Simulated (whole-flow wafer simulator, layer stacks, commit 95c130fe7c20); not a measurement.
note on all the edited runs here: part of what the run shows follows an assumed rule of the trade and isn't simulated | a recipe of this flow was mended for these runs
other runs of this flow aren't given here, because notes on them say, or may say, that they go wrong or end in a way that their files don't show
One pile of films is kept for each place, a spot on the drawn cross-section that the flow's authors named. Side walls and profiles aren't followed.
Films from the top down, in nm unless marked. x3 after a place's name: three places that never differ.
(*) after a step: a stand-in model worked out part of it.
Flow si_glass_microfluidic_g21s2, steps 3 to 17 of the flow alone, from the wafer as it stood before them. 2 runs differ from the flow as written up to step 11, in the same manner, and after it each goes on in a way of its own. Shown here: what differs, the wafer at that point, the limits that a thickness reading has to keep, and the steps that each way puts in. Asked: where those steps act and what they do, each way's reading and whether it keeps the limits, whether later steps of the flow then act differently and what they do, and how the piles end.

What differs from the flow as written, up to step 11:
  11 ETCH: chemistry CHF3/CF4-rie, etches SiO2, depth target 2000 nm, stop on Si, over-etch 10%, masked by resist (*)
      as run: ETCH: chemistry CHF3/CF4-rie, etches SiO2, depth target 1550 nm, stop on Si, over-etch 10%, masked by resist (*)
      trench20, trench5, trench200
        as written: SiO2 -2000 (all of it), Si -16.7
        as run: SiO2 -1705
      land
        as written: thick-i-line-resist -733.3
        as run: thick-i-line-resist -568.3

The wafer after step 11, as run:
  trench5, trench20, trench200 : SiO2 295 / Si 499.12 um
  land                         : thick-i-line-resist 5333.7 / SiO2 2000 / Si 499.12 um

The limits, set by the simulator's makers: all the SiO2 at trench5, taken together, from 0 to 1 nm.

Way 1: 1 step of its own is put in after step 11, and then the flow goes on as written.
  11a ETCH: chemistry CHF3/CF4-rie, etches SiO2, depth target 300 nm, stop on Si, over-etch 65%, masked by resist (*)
      trench20, trench5, trench200
        SiO2 -295 (all of it), Si -16.7
      land
        thick-i-line-resist -165
  The reading after step 11a: 0 nm, within the limits.
  No later step of the flow acts differently than as written at any place that is followed.
  At the end the piles are the same as the flow's at every place that both follow.

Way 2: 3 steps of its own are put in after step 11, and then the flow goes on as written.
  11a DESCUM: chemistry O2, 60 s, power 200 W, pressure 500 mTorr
      land
        thick-i-line-resist -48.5
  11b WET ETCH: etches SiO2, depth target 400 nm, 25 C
      trench20, trench5, trench200
        SiO2 -295 (all of it)
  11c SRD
      changes no film at any place that is followed
  The reading after step 11c: 0 nm, within the limits.
  Later steps of the flow that act differently than as written:
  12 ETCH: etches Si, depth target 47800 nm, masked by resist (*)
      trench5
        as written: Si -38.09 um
        this way: Si -38.07 um
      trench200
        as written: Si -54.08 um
        this way: Si -54.1 um
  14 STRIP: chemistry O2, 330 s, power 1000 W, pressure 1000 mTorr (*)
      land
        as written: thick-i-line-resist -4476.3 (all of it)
        this way: thick-i-line-resist -4592.6 (all of it)
  At the end the piles differ from the flow's only slightly at the places that both follow, by at most 2% or 0.5 nm, whichever is larger.

Within the limits: way 1, way 2.
